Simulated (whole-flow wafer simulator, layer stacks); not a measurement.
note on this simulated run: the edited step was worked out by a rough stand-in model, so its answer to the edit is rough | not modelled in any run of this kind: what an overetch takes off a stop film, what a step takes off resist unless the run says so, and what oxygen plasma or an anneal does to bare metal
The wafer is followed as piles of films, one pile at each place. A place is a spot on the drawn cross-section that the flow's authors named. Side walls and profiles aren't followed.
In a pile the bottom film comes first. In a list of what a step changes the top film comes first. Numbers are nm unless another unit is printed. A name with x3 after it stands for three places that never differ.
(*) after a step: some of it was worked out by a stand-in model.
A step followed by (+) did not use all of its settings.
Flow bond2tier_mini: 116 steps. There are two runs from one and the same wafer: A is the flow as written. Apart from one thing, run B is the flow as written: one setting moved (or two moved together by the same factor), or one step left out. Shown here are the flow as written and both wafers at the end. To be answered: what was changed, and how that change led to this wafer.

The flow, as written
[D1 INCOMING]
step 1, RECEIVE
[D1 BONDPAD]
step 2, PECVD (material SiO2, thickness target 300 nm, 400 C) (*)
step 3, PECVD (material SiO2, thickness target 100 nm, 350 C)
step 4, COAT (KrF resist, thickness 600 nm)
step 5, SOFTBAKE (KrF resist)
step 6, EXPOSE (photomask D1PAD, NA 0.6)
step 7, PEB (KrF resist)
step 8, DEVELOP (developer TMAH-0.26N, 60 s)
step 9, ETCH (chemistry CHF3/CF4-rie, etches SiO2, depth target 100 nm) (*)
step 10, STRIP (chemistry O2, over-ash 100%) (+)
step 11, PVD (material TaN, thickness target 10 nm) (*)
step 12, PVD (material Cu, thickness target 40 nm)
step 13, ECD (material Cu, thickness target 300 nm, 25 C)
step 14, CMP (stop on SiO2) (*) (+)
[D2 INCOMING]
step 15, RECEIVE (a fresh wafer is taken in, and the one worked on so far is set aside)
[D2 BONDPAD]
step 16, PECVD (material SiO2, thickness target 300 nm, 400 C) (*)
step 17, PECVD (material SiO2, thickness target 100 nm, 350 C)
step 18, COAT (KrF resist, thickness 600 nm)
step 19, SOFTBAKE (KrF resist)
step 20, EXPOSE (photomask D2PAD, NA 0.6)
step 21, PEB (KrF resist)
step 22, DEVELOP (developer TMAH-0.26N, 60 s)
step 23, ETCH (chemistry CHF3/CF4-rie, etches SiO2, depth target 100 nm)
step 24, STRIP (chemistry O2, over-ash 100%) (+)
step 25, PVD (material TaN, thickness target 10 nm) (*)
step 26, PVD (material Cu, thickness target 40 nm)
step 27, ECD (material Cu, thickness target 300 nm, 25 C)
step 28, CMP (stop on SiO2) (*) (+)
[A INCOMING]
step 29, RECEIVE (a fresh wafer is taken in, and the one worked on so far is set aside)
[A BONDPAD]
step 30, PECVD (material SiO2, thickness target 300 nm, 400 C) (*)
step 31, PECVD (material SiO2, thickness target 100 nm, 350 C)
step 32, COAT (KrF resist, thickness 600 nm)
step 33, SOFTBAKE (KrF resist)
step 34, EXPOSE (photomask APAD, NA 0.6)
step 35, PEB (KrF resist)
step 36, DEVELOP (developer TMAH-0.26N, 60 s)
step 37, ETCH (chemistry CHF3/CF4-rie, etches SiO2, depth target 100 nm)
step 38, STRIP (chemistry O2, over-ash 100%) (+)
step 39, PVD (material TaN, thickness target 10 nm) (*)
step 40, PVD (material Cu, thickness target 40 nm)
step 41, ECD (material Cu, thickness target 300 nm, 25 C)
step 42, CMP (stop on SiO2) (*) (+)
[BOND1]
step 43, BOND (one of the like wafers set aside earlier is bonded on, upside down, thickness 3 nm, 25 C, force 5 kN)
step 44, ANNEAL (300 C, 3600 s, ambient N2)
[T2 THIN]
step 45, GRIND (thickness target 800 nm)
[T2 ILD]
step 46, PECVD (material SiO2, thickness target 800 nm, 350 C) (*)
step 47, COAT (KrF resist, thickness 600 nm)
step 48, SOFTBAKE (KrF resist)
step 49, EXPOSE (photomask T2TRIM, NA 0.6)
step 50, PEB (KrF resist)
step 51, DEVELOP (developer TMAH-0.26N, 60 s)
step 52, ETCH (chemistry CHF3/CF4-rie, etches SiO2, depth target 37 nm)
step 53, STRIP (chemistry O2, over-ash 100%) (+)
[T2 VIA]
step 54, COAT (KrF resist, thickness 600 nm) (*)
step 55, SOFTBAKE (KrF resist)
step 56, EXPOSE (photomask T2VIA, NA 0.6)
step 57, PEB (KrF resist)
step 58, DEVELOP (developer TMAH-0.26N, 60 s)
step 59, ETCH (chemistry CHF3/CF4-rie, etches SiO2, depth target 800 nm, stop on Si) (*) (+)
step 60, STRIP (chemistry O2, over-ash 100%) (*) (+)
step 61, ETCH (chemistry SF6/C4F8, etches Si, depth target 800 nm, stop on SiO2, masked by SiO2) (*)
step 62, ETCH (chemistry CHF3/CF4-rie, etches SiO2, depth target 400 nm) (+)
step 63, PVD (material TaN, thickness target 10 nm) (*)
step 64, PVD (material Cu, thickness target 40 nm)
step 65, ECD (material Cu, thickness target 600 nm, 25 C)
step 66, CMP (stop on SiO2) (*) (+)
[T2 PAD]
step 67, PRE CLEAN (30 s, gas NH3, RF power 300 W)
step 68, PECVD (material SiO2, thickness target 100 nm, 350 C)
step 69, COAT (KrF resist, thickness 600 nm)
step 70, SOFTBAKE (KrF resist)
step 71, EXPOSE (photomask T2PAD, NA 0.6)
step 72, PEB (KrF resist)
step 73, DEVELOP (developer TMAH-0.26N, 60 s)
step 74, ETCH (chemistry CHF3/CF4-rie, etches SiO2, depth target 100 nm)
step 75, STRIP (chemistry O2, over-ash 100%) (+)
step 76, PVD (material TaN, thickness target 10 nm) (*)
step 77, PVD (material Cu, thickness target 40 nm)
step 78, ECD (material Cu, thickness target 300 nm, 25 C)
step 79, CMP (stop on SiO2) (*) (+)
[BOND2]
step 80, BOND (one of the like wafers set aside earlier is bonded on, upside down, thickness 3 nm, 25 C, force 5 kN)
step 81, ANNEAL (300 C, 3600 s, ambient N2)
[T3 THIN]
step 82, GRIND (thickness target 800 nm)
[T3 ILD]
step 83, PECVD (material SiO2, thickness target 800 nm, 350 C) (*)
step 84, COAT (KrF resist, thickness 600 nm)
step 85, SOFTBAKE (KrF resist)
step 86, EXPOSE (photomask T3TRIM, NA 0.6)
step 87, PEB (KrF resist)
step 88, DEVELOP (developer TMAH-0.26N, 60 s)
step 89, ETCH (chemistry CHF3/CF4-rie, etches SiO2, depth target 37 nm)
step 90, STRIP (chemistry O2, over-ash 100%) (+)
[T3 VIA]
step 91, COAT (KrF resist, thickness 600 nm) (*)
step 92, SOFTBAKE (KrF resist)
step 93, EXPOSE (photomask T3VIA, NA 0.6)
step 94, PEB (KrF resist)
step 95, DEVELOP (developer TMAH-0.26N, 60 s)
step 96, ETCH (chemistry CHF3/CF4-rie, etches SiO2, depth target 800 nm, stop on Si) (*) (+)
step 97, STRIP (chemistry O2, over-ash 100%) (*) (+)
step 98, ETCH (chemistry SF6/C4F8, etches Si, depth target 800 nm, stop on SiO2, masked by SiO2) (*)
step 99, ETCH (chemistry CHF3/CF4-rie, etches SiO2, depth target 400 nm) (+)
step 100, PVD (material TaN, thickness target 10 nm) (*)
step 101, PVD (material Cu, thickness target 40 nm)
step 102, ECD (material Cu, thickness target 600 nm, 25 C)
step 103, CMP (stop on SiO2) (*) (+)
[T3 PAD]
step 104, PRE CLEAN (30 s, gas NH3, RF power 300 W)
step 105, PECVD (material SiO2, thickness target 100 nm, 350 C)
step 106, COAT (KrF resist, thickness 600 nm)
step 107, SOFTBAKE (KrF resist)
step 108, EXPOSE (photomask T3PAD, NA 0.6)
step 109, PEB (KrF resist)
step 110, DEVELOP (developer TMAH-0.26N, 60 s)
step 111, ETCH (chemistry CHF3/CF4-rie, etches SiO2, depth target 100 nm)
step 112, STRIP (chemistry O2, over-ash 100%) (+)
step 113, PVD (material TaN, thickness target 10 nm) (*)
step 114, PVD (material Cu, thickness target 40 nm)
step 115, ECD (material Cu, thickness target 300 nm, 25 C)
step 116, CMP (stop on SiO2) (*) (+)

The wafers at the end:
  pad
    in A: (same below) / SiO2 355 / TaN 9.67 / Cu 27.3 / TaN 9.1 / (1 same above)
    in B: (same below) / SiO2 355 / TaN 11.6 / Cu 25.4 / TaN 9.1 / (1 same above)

What caused this: step 100, PVD: thickness target 12 nm was run, whereas the flow has thickness target 10 nm.

Step by step, how the change led to this:
  step 100, PVD (material TaN, thickness target 10 nm) (*)
      field: A TaN gains 10 (new film) | B TaN gains 12 (new film)
      pad: A TaN gains 9.67 (new film) | B TaN gains 11.6 (new film)
  step 103, CMP (stop on SiO2) (*) (+)
      field: A Cu loses 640 (all of it), TaN loses 10 (all of it) | B Cu loses 640 (all of it), TaN loses 12 (all of it)
